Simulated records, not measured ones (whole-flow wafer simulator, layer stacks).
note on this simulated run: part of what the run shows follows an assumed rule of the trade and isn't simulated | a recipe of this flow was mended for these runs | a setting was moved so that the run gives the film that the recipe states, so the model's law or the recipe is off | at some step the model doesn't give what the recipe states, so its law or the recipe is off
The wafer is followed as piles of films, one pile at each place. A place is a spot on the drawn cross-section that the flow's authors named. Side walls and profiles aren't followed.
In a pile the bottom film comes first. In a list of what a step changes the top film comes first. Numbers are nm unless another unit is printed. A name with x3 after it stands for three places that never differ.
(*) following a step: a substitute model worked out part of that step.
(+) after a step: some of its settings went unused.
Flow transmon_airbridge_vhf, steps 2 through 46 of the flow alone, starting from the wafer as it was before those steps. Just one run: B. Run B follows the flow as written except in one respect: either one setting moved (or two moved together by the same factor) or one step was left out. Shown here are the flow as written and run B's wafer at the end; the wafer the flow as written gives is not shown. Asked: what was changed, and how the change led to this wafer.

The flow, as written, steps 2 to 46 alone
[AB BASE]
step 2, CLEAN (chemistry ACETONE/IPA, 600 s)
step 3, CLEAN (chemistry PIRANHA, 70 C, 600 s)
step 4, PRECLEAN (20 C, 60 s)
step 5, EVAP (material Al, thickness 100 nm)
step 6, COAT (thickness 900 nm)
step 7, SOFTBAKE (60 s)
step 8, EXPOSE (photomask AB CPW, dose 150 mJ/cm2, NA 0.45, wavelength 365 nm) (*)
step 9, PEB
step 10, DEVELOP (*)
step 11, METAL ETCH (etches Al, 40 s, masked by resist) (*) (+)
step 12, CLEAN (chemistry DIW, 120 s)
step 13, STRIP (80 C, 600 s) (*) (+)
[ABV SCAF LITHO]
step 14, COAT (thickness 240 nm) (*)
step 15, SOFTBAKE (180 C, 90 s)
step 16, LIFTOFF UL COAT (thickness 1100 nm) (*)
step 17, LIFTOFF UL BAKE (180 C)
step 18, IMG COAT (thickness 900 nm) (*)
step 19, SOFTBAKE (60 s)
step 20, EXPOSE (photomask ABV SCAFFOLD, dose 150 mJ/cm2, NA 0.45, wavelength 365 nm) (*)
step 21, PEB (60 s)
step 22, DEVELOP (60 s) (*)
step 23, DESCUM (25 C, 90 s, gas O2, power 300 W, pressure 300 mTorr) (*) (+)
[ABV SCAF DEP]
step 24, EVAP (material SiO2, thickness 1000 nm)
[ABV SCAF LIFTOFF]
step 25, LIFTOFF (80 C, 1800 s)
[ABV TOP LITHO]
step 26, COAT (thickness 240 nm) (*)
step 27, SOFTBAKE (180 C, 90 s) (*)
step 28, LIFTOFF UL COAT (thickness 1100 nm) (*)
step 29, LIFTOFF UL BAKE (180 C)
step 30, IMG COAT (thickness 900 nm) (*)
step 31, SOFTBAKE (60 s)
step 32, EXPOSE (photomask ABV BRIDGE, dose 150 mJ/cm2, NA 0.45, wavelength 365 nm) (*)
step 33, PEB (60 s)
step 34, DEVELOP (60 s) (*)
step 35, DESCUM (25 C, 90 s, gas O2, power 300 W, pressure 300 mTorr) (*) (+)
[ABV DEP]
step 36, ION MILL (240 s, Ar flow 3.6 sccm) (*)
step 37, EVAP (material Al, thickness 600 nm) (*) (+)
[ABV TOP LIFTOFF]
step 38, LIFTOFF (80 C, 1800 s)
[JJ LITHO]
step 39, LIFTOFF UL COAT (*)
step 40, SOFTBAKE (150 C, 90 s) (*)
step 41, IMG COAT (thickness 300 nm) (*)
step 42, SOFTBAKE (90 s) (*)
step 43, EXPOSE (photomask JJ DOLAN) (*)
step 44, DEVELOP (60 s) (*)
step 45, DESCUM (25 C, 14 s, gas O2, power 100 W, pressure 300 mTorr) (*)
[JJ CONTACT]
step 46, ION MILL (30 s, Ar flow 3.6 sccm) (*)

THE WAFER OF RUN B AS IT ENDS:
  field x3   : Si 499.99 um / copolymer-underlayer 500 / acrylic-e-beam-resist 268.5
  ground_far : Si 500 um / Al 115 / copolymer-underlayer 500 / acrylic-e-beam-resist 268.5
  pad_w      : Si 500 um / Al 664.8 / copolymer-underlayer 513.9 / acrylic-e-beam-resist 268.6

Cause: step 5, EVAP: thickness 115 nm was run, though the flow has thickness 100 nm.
The wafer itself shows it: ground_far has Al 115, and step 5 as written asks for 100 nm.

How this came from the change, step by step:
  step 5, EVAP (material Al, thickness 100 nm)
      field x3, jj_line, ground_far and 12 more: Al gains 115 (new film) (in the flow as written it would be: Al gains 100 (new film))
  step 11, METAL ETCH (etches Al, 40 s, masked by resist) (*) (+)
      field x3, jj_line, gap_w, gap_e: Al loses 101.7 (all of it), Si loses 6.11 (in the flow as written it would be: Al loses 86.7 (all of it), Si loses 11.1)
